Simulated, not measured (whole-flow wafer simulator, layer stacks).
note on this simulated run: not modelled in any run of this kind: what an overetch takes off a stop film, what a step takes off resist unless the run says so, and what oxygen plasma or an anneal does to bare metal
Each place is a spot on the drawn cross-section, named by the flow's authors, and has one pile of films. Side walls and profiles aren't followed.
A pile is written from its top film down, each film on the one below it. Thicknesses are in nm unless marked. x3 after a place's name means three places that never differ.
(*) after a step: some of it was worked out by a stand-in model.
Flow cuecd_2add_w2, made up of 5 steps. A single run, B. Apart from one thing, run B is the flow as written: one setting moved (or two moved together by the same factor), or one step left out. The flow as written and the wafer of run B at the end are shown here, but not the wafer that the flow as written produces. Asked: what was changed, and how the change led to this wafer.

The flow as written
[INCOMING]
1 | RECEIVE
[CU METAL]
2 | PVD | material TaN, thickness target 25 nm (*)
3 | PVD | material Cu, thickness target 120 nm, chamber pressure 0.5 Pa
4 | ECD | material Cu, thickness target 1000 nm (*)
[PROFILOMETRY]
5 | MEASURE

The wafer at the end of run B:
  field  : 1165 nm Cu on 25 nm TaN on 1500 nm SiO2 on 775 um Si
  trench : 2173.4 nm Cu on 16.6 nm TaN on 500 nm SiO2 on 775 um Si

The reason: step 3, PVD: thickness target 165 nm was run, while the flow as written has thickness target 120 nm.

The path from the change to this, step by step:
  3 | PVD | material Cu, thickness target 120 nm, chamber pressure 0.5 Pa
      field: Cu gains 165 (new film) (as written it would have been: Cu gains 120 (new film))
      trench: Cu gains 110.8 (new film) (as written it would have been: Cu gains 80.8 (new film))
